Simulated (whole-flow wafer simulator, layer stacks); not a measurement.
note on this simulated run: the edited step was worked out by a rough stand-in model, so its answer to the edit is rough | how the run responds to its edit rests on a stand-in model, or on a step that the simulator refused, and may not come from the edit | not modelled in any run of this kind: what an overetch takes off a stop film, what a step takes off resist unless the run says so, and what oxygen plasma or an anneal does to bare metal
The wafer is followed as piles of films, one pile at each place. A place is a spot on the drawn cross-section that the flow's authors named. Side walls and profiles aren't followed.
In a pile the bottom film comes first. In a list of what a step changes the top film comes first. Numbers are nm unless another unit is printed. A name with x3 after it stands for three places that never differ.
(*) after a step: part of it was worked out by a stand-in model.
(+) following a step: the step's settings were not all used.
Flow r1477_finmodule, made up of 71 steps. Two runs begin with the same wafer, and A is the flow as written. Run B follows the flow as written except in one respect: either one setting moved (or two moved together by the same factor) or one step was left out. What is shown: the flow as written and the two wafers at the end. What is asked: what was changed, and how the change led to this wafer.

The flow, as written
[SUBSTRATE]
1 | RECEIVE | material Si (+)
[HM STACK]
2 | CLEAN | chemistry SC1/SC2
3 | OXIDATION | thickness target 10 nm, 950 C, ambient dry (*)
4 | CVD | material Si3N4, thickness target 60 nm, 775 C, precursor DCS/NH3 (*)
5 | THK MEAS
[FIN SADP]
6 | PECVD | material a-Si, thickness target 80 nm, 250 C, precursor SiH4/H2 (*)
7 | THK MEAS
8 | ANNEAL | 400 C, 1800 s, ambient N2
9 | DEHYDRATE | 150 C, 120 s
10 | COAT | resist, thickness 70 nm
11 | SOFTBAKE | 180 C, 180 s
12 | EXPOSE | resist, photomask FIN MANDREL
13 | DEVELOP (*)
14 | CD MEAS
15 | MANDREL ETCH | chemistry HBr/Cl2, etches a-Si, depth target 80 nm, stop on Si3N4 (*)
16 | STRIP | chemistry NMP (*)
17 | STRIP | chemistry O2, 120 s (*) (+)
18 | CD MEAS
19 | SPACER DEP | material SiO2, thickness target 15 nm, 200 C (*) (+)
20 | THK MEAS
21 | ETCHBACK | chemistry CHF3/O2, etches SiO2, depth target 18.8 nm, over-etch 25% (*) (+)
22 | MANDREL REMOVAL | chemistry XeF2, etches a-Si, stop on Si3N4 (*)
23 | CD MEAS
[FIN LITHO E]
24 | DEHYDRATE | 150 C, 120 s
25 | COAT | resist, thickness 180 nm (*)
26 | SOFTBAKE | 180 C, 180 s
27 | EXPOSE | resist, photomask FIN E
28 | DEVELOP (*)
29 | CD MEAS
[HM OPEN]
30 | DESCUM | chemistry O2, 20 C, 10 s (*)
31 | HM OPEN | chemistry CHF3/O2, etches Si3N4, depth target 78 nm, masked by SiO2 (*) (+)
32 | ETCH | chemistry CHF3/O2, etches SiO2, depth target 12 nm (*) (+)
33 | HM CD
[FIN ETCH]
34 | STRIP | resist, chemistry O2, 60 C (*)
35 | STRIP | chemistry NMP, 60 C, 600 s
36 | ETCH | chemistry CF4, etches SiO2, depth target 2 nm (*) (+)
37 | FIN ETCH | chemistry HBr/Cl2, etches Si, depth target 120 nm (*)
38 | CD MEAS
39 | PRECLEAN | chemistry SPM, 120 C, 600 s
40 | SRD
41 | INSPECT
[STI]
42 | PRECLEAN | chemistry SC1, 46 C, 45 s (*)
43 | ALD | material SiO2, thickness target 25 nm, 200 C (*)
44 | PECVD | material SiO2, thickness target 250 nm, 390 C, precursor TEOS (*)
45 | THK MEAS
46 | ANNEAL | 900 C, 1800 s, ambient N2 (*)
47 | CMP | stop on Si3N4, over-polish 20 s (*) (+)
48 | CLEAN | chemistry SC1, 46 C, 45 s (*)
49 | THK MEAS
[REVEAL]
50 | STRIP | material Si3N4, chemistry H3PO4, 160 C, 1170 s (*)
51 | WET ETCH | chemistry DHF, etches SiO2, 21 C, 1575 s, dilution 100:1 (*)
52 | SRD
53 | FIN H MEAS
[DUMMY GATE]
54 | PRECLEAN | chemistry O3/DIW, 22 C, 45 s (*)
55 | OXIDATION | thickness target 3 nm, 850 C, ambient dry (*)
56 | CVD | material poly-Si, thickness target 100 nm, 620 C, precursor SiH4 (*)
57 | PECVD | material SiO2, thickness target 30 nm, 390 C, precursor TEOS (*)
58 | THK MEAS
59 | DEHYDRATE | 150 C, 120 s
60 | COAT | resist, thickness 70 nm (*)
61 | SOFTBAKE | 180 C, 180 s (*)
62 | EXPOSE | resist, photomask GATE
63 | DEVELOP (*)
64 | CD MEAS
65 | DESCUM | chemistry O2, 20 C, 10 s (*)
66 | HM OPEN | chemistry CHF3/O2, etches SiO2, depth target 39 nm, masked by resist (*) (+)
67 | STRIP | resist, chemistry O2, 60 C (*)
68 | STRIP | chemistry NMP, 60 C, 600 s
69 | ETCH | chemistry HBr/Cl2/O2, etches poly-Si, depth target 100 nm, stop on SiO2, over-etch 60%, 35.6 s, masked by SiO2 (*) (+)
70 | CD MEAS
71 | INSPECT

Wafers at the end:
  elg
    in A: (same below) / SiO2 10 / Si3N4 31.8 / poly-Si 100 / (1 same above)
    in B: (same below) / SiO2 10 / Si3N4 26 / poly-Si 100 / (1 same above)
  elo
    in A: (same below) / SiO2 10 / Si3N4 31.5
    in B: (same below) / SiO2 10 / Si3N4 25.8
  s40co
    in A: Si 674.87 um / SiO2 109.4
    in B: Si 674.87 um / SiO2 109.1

What caused this: step 21, ETCHBACK: depth target 25.4 nm was run, while the flow as written has depth target 18.8 nm.

Step by step, how the change led to this:
  21 | ETCHBACK | chemistry CHF3/O2, etches SiO2, depth target 18.8 nm, over-etch 25% (*) (+)
      pad, padg, elg and 21 more: A SiO2 loses 15 (all of it), Si3N4 loses 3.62 | B SiO2 loses 15 (all of it), Si3N4 loses 9.9
      s40cg, s45cg, s50cg, s40co, s45co, s50co: A SiO2 loses 15.4 (all of it), a-Si loses 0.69 | B SiO2 loses 15.4 (all of it), a-Si loses 2.01
      (also at 6 further places)
  25 | COAT | resist, thickness 180 nm (*)
      s40cg, s40co: A resist gains 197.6 (new film) | B resist gains 193.3 (new film)
      s45cg, s45co: A resist gains 197.7 (new film) | B resist gains 193.7 (new film)
      (also at 4 further places)
  28 | DEVELOP (*)
      s40cg, s40co: A resist loses 197.6 (all of it) | B resist loses 193.3 (all of it)
      s45cg, s45co: A resist loses 197.7 (all of it) | B resist loses 193.7 (all of it)
      (also at 4 further places)
  31 | HM OPEN | chemistry CHF3/O2, etches Si3N4, depth target 78 nm, masked by SiO2 (*) (+)
      pad, padg, esg and 13 more: A Si3N4 loses 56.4 (all of it), SiO2 loses 10 (all of it) | B Si3N4 loses 50.1 (all of it), SiO2 loses 10 (all of it)
      elg, e40lg, e100lg, e200lg, elo, e40lo, e100lo, e200lo: A resist loses 78 | B resist loses 75.1
      (also at 12 further places)
  32 | ETCH | chemistry CHF3/O2, etches SiO2, depth target 12 nm (*) (+)
      s40cg, s45cg, s50cg, s40co, s45co, s50co: A SiO2 loses 1 (all of it), Si loses 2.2 | B SiO2 loses 2.43 (all of it), Si loses 1.91
  34 | STRIP | resist, chemistry O2, 60 C (*)
      elg, e40lg, e100lg, e200lg, elo, e40lo, e100lo, e200lo: A resist loses 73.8 (all of it) | B resist loses 76.6 (all of it)
  43 | ALD | material SiO2, thickness target 25 nm, 200 C (*)
      s40cg, s45cg, s50cg, s40co, s45co, s50co: A SiO2 gains 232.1 (new film) | B SiO2 gains 226.6 (new film)
      esg: A SiO2 gains 194.3 (new film) | B SiO2 gains 188 (new film)
  47 | CMP | stop on Si3N4, over-polish 20 s (*) (+)
      elg, esg, e40lg and 6 more: A SiO2 loses 241.6 | B SiO2 loses 235.3
  51 | WET ETCH | chemistry DHF, etches SiO2, 21 C, 1575 s, dilution 100:1 (*)
      elg, e40lg, e100lg, e200lg, elo, e40lo, e100lo, e200lo: A SiO2 loses 17.8 (all of it), Si3N4 loses 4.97 | B SiO2 loses 24.1 (all of it), Si3N4 loses 4.46
  56 | CVD | material poly-Si, thickness target 100 nm, 620 C, precursor SiH4 (*)
      esg: A poly-Si gains 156 (new film) | B poly-Si gains 150.3 (new film)
  60 | COAT | resist, thickness 70 nm (*)
      e40sg, eso, e40so: A resist gains 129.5 (new film) | B resist gains 124 (new film)
      e100sg, e100so: A resist gains 129.4 (new film) | B resist gains 123.9 (new film)
      (also at 2 further places)
  63 | DEVELOP (*)
      eso, e40so: A resist loses 129.5 (all of it) | B resist loses 124 (all of it)
      e100so: A resist loses 129.4 (all of it) | B resist loses 123.9 (all of it)
      (also at 1 further place)
  67 | STRIP | resist, chemistry O2, 60 C (*)
      e40sg: A resist loses 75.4 (all of it) | B resist loses 69.9 (all of it)
      e100sg: A resist loses 75.3 (all of it) | B resist loses 69.8 (all of it)
      (also at 1 further place)
